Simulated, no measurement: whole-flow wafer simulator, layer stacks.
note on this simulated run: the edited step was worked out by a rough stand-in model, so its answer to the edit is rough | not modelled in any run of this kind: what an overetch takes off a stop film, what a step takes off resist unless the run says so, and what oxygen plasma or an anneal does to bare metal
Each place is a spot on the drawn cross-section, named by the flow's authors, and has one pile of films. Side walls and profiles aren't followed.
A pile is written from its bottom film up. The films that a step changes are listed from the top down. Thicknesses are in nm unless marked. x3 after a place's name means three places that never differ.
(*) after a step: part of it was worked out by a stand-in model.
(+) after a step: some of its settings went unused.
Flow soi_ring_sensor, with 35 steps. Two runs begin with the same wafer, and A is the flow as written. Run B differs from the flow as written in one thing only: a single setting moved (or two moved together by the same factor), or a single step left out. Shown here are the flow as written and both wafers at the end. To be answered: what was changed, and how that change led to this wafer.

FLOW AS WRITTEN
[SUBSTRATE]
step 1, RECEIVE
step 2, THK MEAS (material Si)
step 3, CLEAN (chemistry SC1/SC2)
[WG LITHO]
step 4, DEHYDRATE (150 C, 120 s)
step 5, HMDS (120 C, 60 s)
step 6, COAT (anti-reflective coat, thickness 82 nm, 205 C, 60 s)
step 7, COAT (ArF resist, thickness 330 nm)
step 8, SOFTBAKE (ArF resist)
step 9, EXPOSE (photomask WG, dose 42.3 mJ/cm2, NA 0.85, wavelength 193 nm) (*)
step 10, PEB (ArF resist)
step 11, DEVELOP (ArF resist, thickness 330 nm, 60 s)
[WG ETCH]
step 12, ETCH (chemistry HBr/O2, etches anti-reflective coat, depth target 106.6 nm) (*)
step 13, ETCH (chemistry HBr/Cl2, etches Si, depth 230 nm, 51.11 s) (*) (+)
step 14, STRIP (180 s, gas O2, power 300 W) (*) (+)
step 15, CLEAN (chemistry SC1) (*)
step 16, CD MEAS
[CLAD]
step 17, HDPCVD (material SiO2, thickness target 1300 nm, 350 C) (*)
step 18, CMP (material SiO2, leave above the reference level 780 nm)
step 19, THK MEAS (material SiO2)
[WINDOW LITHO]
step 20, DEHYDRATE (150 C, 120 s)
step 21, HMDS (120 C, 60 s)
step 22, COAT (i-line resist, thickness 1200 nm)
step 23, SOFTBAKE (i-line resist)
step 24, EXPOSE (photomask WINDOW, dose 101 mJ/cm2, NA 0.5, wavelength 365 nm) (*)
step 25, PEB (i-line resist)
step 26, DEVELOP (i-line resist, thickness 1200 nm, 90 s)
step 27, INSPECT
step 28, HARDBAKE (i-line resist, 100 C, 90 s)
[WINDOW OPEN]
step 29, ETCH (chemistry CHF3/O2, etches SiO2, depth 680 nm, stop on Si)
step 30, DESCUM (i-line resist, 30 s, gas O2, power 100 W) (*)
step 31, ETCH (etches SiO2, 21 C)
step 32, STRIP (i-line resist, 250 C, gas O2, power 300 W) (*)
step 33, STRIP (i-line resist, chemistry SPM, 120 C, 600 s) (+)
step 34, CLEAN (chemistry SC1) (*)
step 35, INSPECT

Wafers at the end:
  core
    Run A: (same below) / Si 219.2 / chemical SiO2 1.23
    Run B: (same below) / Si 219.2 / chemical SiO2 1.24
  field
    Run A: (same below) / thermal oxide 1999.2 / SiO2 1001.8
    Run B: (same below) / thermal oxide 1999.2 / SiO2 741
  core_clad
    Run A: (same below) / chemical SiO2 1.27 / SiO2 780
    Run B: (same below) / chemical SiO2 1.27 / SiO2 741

The reason: step 17, HDPCVD: thickness target 741 nm was run, while the flow as written has thickness target 1300 nm.

The path from the change to this, step by step:
  step 17, HDPCVD (material SiO2, thickness target 1300 nm, 350 C) (*)
      core, gap, window, field, core_clad, gap_clad: A +1300 SiO2 (new film) | B +741 SiO2 (new film)
  step 18, CMP (material SiO2, leave above the reference level 780 nm)
      gap, window, field, gap_clad: A -298.2 SiO2 | B nothing
      core, core_clad: A -520 SiO2 | B nothing
  step 22, COAT (i-line resist, thickness 1200 nm)
      core, core_clad: A +1200 i-line resist (new film) | B +1008.8 i-line resist (new film)
      gap, gap_clad: A +1200 i-line resist (new film) | B +1232.8 i-line resist (new film)
  step 23, SOFTBAKE (i-line resist)
      core, core_clad: A nothing | B -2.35 i-line resist
      gap, gap_clad: A nothing | B -2.89 i-line resist
      (and at 1 other place as well)
  step 25, PEB (i-line resist)
      core, core_clad: A -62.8 i-line resist | B -52.3 i-line resist
      gap, gap_clad: A -62.8 i-line resist | B -64.4 i-line resist
  step 26, DEVELOP (i-line resist, thickness 1200 nm, 90 s)
      core: A -1137.2 i-line resist (all of it) | B -954.1 i-line resist (all of it)
      gap: A -1137.2 i-line resist (all of it) | B -1165.5 i-line resist (all of it)
  step 31, ETCH (etches SiO2, 21 C)
      core: A -100 SiO2 (all of it), -1.27 chemical SiO2 (all of it) | B -61 SiO2 (all of it), -1.27 chemical SiO2 (all of it)
  step 32, STRIP (i-line resist, 250 C, gas O2, power 300 W) (*)
      core_clad: A -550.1 i-line resist (all of it) | B -367.4 i-line resist (all of it)
